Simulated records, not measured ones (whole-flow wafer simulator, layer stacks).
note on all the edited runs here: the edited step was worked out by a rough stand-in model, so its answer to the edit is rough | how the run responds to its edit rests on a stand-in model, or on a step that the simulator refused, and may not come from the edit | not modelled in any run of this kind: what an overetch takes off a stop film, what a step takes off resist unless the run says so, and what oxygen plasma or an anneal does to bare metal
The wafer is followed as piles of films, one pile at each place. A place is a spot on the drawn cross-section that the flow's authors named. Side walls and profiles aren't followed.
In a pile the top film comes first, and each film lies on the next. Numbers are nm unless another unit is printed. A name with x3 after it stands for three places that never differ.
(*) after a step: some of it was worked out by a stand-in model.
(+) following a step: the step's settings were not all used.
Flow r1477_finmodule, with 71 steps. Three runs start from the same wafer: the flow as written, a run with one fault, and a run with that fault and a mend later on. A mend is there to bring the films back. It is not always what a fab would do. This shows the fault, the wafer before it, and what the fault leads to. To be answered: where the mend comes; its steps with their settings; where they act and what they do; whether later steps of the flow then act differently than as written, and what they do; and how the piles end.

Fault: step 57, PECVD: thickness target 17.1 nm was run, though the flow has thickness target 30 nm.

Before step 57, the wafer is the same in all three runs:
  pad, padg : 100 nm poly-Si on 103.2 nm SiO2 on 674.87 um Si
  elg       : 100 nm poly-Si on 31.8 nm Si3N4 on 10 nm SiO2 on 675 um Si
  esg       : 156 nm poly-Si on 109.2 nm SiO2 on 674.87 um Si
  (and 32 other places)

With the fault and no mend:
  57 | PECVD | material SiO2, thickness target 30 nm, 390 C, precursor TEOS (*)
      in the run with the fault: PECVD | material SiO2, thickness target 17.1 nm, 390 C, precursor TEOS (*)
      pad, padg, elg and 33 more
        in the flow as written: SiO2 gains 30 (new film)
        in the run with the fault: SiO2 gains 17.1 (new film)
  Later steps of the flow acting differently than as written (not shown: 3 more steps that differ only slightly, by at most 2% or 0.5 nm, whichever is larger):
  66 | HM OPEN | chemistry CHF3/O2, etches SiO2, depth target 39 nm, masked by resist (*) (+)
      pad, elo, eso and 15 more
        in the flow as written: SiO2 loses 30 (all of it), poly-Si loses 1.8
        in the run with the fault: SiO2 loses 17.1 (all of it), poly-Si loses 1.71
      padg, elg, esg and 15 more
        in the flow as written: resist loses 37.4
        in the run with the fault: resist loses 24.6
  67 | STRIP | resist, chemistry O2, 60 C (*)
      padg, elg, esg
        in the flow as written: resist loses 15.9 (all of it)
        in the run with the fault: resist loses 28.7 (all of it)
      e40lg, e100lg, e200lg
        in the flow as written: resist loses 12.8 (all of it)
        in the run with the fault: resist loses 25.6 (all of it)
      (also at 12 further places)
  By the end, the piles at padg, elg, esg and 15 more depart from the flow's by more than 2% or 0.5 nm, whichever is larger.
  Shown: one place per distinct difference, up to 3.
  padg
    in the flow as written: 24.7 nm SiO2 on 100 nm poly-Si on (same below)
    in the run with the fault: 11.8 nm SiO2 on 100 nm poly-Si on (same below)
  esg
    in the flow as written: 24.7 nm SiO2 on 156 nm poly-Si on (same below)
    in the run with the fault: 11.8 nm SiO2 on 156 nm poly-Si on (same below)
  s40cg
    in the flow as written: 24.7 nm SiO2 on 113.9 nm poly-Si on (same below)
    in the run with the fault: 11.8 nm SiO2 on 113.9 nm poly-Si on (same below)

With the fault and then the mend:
  The mend follows step 58.
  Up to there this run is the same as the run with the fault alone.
  58a | PECVD | material SiO2, thickness target 12.9 nm, 390 C, precursor TEOS (*) (the flow's step 57 again, with other settings)
      pad, padg, elg and 33 more
        SiO2 gains 12.9
  Later steps of the flow that are run all act as written at every place that is followed.
  The piles end the same as the flow's at every place that both follow.
